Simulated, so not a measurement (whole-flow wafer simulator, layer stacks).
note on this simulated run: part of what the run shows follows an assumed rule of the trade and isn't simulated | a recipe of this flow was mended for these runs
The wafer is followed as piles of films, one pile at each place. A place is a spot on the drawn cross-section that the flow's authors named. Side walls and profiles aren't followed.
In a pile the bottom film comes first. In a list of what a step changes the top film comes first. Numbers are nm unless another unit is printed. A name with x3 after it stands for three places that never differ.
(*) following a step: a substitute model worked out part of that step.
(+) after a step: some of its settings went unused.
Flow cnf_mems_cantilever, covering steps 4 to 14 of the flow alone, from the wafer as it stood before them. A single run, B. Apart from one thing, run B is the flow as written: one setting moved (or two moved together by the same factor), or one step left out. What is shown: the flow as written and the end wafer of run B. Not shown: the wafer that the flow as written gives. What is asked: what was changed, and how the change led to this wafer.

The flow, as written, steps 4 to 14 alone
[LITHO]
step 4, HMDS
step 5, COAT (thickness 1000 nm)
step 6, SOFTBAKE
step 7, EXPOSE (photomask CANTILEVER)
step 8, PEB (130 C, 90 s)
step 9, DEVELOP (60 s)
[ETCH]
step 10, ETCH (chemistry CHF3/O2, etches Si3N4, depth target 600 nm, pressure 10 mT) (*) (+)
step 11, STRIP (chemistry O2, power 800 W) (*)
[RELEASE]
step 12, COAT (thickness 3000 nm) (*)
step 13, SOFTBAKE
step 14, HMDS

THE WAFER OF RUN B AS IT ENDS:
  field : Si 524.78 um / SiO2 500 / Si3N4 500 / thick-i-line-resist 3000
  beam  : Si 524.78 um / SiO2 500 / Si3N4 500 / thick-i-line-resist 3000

The reason: step 10, ETCH: chemistry CHF3/O2, etches Si3N4, depth target 600 nm, pressure 10 mT (*) (+), was skipped.

How this came from the change, step by step:
  step 11, STRIP (chemistry O2, power 800 W) (*)
      beam: -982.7 KrF-resist (all of it) (it would be, as written: -460.9 KrF-resist (all of it))
  step 12, COAT (thickness 3000 nm) (*)
      field: +3000 thick-i-line-resist (new film) (it would be, as written: +3098.1 thick-i-line-resist (new film))
      beam: +3000 thick-i-line-resist (new film) (it would be, as written: +2607.6 thick-i-line-resist (new film))
  step 13, SOFTBAKE
      field: nothing (it would be, as written: +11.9 thick-i-line-resist)
      beam: nothing (it would be, as written: -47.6 thick-i-line-resist)
